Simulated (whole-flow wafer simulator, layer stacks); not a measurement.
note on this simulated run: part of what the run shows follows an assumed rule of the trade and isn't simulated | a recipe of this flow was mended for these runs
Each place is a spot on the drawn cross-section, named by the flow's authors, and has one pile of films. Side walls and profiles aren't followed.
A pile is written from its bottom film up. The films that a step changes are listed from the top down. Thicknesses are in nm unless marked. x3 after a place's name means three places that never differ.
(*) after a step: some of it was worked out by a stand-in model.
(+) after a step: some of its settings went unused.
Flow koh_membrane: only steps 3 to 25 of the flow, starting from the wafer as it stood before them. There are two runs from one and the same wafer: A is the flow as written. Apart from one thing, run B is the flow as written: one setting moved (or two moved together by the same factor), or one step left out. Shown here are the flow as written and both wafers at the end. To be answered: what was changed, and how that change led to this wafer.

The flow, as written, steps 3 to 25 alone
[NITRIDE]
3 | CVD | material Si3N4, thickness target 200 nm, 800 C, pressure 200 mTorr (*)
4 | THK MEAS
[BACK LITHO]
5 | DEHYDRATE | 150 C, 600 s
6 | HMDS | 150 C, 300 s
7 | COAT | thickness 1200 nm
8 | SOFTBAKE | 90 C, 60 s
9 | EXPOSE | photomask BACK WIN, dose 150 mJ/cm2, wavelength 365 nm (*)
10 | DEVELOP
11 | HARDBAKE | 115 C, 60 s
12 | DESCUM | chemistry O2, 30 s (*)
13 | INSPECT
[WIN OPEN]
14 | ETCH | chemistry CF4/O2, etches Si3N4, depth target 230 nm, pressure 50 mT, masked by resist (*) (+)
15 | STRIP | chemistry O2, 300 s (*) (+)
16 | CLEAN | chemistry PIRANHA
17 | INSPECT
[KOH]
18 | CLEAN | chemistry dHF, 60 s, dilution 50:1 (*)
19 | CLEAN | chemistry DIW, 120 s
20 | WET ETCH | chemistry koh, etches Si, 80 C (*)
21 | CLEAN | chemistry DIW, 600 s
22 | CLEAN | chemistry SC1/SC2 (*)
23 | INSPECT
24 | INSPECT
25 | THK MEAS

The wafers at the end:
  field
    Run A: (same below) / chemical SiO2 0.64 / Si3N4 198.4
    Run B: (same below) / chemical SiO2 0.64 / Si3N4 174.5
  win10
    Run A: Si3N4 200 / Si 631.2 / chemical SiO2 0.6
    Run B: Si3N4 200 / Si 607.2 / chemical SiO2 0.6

The reason: step 3, CVD: thickness target 176 nm was run, whereas the flow has thickness target 200 nm; step 18, CLEAN: 53 s was run, where the flow has 60 s.

Step by step, how the change led to this:
  3 | CVD | material Si3N4, thickness target 200 nm, 800 C, pressure 200 mTorr (*)
      field, win20 x4, win10: A Si3N4 gains 200 (new film) | B Si3N4 gains 176 (new film)
  14 | ETCH | chemistry CF4/O2, etches Si3N4, depth target 230 nm, pressure 50 mT, masked by resist (*) (+)
      win20 x4, win10: A Si3N4 loses 200 (all of it), chemical SiO2 loses 0.64 (all of it), Si loses 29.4 | B Si3N4 loses 176 (all of it), chemical SiO2 loses 0.64 (all of it), Si loses 53.4
